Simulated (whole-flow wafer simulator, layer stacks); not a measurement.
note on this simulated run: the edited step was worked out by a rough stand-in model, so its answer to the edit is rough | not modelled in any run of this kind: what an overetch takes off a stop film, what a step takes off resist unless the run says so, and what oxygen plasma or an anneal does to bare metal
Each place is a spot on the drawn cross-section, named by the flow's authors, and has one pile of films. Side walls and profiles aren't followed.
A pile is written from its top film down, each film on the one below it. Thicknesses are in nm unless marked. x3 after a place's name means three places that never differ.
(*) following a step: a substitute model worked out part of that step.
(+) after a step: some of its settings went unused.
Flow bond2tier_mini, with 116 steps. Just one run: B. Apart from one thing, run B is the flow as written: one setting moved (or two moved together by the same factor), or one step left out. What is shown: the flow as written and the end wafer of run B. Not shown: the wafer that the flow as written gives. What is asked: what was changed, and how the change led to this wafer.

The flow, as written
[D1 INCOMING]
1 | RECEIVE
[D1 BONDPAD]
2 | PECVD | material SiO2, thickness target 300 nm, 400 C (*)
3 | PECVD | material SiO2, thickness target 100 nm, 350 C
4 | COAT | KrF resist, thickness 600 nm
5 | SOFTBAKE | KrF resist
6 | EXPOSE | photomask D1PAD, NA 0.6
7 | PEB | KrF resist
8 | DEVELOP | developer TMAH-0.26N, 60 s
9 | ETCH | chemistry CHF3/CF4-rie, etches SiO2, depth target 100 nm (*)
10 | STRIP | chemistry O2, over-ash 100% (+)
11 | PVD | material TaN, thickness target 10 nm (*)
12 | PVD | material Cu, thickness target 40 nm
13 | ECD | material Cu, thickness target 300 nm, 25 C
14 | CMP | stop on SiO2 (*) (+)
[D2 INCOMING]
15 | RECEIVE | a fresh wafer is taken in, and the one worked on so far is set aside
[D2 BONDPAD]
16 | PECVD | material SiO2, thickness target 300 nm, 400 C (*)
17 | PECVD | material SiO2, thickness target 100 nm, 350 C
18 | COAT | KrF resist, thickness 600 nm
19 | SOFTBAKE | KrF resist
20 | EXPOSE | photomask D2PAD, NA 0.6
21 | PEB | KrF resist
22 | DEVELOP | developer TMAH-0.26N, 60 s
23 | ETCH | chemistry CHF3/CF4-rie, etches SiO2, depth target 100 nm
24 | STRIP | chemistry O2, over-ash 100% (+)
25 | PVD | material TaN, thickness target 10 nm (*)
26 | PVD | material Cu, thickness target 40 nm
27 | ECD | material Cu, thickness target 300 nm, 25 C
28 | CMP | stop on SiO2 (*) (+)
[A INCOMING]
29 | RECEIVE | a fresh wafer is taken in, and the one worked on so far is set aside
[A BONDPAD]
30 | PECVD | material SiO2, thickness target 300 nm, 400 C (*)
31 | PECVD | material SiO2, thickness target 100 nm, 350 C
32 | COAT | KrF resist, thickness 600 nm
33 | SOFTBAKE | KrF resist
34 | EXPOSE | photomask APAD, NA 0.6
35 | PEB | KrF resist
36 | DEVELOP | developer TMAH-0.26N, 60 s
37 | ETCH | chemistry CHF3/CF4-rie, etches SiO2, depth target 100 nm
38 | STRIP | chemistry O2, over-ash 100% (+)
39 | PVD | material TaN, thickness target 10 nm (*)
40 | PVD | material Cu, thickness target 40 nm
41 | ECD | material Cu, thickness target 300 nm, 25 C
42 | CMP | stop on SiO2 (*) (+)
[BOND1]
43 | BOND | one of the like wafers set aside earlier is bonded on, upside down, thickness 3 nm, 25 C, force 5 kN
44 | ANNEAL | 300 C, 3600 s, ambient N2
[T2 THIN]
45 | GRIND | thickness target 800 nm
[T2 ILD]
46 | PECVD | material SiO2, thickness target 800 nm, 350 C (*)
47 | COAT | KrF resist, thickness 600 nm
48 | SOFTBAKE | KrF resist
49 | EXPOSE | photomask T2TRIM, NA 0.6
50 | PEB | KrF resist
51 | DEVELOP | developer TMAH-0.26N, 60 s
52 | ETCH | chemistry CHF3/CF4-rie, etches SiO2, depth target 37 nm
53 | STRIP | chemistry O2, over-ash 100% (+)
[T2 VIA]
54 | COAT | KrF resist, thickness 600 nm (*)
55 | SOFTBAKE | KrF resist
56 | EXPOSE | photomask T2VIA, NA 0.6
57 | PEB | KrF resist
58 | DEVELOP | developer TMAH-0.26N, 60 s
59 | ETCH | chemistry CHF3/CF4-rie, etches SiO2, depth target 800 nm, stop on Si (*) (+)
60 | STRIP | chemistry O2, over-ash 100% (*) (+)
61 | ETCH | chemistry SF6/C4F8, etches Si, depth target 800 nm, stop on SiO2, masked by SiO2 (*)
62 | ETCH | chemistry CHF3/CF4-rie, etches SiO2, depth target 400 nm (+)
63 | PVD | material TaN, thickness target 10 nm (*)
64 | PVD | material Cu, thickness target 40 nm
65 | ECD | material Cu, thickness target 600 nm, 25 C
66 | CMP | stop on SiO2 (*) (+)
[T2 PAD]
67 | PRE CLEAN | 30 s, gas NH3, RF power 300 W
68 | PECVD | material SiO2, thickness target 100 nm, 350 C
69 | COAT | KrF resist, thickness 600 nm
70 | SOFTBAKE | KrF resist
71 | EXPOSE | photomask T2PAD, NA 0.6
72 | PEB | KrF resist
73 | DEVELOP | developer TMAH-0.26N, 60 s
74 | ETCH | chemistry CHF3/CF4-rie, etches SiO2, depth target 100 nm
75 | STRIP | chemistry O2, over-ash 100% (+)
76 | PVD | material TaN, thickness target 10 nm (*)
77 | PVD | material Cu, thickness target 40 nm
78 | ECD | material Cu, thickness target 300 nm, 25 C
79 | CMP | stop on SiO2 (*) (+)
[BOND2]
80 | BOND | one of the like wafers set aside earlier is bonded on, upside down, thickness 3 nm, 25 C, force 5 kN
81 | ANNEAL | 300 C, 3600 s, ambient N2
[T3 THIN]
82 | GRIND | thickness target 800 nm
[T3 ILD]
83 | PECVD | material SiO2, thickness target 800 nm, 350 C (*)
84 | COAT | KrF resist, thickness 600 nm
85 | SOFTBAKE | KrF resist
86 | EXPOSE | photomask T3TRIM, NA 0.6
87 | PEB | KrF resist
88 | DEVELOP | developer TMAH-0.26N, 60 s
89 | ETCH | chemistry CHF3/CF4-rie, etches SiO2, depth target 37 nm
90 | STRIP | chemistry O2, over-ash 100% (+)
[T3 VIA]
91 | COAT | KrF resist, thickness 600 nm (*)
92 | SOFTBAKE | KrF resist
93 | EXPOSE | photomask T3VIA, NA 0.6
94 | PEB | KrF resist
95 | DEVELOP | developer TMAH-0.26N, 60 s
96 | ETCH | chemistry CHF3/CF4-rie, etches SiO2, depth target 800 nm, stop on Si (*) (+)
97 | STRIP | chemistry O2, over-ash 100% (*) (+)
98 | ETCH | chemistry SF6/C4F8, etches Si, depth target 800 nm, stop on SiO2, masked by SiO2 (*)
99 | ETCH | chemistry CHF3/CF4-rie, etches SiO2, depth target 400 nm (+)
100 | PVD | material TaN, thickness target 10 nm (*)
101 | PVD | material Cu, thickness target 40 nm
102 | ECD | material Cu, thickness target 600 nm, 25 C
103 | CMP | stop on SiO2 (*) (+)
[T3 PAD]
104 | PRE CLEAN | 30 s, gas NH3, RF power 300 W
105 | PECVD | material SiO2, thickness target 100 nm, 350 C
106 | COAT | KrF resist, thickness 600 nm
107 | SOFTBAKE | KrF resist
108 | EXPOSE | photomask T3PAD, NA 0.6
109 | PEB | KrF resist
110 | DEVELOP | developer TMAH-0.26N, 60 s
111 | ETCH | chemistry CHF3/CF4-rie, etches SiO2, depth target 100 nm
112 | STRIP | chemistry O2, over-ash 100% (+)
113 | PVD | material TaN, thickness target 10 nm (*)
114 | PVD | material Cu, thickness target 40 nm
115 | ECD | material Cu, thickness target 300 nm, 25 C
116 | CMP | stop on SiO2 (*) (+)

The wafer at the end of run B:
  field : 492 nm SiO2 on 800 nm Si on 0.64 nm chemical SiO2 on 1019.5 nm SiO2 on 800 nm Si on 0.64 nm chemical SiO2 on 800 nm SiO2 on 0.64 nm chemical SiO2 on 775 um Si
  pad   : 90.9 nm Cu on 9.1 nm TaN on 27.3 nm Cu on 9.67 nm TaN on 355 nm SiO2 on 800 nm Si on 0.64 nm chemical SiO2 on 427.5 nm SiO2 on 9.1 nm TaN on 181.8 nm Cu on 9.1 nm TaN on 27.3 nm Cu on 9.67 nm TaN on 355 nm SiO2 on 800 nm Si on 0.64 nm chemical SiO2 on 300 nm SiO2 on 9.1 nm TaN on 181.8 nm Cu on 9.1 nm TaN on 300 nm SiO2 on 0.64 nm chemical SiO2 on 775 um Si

What caused this: step 16, PECVD: thickness target 427.5 nm was run, while the flow as written has thickness target 300 nm.
One can read it off the wafer: pad has SiO2 427.5, and step 16 as written asks for 300 nm.

The path from the change to this, step by step:
  16 | PECVD | material SiO2, thickness target 300 nm, 400 C (*)
      field, pad, via: +427.5 SiO2 (new film) (in the flow as written it would be: +300 SiO2 (new film))
  80 | BOND | one of the like wafers set aside earlier is bonded on, upside down, thickness 3 nm, 25 C, force 5 kN
      field: +775 um Si (new film), +0.64 chemical SiO2 (new film), +527.5 SiO2 (in the flow as written it would be: +775 um Si (new film), +0.64 chemical SiO2 (new film), +400 SiO2)
      pad: +775 um Si (new film), +0.64 chemical SiO2 (new film), +427.5 SiO2 (new film), +9.1 TaN (new film), +90.9 Cu (in the flow as written it would be: +775 um Si (new film), +0.64 chemical SiO2 (new film), +300 SiO2 (new film), +9.1 TaN (new film), +90.9 Cu)
